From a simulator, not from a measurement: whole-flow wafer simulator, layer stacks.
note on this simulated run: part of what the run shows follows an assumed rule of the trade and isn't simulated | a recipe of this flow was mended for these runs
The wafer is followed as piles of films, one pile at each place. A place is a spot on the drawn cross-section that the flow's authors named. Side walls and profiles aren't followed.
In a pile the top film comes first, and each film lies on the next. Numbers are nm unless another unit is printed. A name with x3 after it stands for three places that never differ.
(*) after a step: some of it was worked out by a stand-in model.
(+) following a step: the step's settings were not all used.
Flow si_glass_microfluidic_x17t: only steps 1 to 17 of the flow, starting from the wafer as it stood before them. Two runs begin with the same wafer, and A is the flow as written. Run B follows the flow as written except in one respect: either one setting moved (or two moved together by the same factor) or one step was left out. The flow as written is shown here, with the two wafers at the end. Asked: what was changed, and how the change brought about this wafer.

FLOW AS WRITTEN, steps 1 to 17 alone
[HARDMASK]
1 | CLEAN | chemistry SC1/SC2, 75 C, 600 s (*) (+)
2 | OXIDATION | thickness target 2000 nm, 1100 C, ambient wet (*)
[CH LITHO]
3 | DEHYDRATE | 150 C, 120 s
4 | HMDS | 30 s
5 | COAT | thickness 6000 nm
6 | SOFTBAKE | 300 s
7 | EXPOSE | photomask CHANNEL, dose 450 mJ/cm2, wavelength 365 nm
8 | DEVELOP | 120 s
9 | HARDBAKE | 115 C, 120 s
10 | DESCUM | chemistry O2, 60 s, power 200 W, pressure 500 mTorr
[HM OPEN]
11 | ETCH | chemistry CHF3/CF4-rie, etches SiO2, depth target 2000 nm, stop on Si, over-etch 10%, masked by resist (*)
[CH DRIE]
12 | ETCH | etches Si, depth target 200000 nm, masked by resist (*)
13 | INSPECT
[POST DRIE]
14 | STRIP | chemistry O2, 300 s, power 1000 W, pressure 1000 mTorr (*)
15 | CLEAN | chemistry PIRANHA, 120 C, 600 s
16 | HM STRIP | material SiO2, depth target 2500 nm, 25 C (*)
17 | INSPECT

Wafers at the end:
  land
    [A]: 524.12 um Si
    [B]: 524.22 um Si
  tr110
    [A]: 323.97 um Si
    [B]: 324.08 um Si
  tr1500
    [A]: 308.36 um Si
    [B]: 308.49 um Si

What caused this: step 2, OXIDATION: thickness target 1760 nm was run, whereas the flow has thickness target 2000 nm; step 11, ETCH: depth target 1760 nm was run, where the flow has depth target 2000 nm.

How this came from the change, step by step:
  2 | OXIDATION | thickness target 2000 nm, 1100 C, ambient wet (*)
      land, tr110, tr1500, tr15: A SiO2 gains 2000 (new film), chemical SiO2 loses 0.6 (all of it), Si loses 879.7 | B SiO2 gains 1760 (new film), chemical SiO2 loses 0.6 (all of it), Si loses 774.1
  11 | ETCH | chemistry CHF3/CF4-rie, etches SiO2, depth target 2000 nm, stop on Si, over-etch 10%, masked by resist (*)
      tr110, tr1500, tr15: A SiO2 loses 2000 (all of it), Si loses 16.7 | B SiO2 loses 1760 (all of it), Si loses 14.7
      land: A thick-i-line-resist loses 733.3 | B thick-i-line-resist loses 645.3
  12 | ETCH | etches Si, depth target 200000 nm, masked by resist (*)
      tr1500: A Si loses 215.73 um | B Si loses 215.71 um
      tr15: A Si loses 149.99 um | B Si loses 150.05 um
  14 | STRIP | chemistry O2, 300 s, power 1000 W, pressure 1000 mTorr (*)
      land: A thick-i-line-resist loses 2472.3 (all of it) | B thick-i-line-resist loses 2560.6 (all of it)
  16 | HM STRIP | material SiO2, depth target 2500 nm, 25 C (*)
      land: A SiO2 loses 2000 (all of it) | B SiO2 loses 1760 (all of it)
